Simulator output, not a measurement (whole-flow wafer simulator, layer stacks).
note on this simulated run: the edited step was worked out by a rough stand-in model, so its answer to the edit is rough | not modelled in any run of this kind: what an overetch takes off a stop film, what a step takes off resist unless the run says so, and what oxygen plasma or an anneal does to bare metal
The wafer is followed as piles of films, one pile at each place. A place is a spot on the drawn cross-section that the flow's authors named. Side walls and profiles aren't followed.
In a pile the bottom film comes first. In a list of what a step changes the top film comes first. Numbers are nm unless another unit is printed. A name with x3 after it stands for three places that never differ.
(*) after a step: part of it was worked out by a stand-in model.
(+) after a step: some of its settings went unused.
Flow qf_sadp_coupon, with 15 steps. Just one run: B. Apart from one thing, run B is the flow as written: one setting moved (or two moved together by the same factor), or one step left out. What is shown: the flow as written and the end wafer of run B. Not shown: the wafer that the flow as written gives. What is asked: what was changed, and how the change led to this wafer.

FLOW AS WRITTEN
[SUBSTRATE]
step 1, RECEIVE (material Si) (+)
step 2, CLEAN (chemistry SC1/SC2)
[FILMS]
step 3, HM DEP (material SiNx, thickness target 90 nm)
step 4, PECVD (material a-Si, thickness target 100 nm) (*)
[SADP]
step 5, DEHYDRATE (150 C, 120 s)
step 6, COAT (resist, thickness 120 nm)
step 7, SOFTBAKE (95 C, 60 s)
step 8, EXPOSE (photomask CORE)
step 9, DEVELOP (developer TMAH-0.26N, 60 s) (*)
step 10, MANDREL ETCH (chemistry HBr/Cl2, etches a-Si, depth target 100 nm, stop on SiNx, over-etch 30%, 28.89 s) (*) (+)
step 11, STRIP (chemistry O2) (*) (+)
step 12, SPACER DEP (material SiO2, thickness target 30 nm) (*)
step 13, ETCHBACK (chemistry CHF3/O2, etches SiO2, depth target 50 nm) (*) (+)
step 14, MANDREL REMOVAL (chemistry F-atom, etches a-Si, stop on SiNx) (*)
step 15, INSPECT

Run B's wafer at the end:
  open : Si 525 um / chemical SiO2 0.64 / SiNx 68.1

What caused this: step 4, PECVD: thickness target 110 nm was run, though the flow has thickness target 100 nm.

The path from the change to this, step by step:
  step 4, PECVD (material a-Si, thickness target 100 nm) (*)
      m, open: a-Si gains 110 (new film) (it would be, as written: a-Si gains 100 (new film))
  step 10, MANDREL ETCH (chemistry HBr/Cl2, etches a-Si, depth target 100 nm, stop on SiNx, over-etch 30%, 28.89 s) (*) (+)
      open: a-Si loses 110 (all of it), SiNx loses 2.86 (it would be, as written: a-Si loses 100 (all of it), SiNx loses 4.29)
  step 14, MANDREL REMOVAL (chemistry F-atom, etches a-Si, stop on SiNx) (*)
      m: a-Si loses 105.8 (all of it) (it would be, as written: a-Si loses 95.8 (all of it))
